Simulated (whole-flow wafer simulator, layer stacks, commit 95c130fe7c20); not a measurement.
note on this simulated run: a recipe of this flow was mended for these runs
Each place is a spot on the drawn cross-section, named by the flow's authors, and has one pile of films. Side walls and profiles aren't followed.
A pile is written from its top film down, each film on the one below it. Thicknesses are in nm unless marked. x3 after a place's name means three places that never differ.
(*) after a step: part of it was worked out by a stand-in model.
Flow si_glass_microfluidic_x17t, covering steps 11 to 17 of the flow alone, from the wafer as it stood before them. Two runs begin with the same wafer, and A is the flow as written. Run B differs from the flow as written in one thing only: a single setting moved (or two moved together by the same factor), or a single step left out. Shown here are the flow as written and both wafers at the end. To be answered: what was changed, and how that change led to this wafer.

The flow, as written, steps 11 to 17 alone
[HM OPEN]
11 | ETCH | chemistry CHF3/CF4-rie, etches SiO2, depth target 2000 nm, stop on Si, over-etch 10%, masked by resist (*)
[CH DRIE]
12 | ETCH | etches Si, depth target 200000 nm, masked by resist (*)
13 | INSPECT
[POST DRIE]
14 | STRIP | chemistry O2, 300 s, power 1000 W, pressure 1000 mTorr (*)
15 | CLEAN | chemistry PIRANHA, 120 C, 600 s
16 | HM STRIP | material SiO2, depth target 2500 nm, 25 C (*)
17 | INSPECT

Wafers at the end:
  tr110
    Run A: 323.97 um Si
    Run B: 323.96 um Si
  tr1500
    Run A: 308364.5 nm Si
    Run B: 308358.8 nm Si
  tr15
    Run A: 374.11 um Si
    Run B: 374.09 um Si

The reason: step 11, ETCH: over-etch 16% was run, while the flow as written has over-etch 10%.

The path from the change to this, step by step:
  11 | ETCH | chemistry CHF3/CF4-rie, etches SiO2, depth target 2000 nm, stop on Si, over-etch 10%, masked by resist (*)
      tr110, tr1500, tr15: A SiO2 loses 2000 (all of it), Si loses 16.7 | B SiO2 loses 2000 (all of it), Si loses 26.7
      land: A thick-i-line-resist loses 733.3 | B thick-i-line-resist loses 773.3
  12 | ETCH | etches Si, depth target 200000 nm, masked by resist (*)
      tr15: A Si loses 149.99 um | B Si loses 150 um
